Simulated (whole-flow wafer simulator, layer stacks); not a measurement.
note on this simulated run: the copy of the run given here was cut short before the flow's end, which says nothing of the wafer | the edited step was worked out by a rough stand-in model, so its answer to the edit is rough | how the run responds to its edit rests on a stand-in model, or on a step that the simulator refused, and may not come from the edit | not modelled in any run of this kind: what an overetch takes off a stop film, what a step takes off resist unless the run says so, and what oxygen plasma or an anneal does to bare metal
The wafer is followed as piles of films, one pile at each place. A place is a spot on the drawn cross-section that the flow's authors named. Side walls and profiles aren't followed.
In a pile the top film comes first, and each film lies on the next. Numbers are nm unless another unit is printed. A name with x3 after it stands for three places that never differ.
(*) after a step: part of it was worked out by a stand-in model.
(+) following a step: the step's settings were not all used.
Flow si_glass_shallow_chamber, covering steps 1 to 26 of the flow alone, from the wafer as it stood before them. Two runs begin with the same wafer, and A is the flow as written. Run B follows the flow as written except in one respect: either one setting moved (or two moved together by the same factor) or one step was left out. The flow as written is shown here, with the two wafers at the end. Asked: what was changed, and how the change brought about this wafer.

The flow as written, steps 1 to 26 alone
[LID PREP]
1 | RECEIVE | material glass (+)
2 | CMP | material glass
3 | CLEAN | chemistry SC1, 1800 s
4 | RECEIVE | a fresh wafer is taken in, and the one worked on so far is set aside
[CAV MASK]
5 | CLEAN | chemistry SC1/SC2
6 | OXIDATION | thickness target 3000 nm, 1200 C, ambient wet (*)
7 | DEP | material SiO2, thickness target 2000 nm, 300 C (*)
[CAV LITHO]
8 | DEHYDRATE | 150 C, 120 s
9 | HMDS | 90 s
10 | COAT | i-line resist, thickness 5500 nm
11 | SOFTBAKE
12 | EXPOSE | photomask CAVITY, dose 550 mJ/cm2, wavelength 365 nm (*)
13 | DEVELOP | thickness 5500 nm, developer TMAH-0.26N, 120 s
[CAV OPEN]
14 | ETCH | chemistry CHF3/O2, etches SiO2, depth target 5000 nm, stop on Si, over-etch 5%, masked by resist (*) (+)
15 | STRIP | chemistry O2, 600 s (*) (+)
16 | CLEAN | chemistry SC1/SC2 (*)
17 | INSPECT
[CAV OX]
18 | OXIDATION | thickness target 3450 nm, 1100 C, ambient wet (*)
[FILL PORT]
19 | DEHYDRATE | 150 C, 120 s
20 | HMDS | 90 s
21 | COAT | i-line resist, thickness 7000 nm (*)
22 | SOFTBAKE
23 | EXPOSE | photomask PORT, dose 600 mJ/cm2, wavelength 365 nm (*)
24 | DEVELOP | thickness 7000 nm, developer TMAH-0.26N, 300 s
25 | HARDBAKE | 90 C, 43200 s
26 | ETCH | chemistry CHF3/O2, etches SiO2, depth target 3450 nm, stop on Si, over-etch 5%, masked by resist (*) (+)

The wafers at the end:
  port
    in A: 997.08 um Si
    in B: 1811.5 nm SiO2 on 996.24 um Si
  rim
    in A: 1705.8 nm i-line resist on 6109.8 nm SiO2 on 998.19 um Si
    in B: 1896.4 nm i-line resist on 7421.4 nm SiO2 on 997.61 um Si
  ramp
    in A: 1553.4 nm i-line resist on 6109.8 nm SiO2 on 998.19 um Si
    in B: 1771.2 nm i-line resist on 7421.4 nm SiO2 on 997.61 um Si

The reason: step 18, OXIDATION: thickness target 5434 nm was run, while the flow as written has thickness target 3450 nm.

The path from the change to this, step by step:
  18 | OXIDATION | thickness target 3450 nm, 1100 C, ambient wet (*)
      rim, ramp, septum, ring: A +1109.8 SiO2, -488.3 Si | B +2421.4 SiO2, -1065.4 Si
      cav, port: A +3450 SiO2 (new film), -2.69 chemical SiO2 (all of it), -1516.8 Si | B +5434 SiO2 (new film), -2.69 chemical SiO2 (all of it), -2389.8 Si
  21 | COAT | i-line resist, thickness 7000 nm (*)
      rim: A +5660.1 i-line resist (new film) | B +5790 i-line resist (new film)
      ramp: A +5087.8 i-line resist (new film) | B +5267.8 i-line resist (new film)
  22 | SOFTBAKE
      rim: A -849 i-line resist | B -781.3 i-line resist
      ramp: A -434.5 i-line resist | B -388.9 i-line resist
      (as well as at 4 more places)
  25 | HARDBAKE | 90 C, 43200 s
      rim: A -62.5 i-line resist | B -69.5 i-line resist
      ramp: A -57.1 i-line resist | B -64.9 i-line resist
      (as well as at 1 more place)
  26 | ETCH | chemistry CHF3/O2, etches SiO2, depth target 3450 nm, stop on Si, over-etch 5%, masked by resist (*) (+)
      port: A -3450 SiO2 (all of it), -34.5 Si | B -3622.5 SiO2
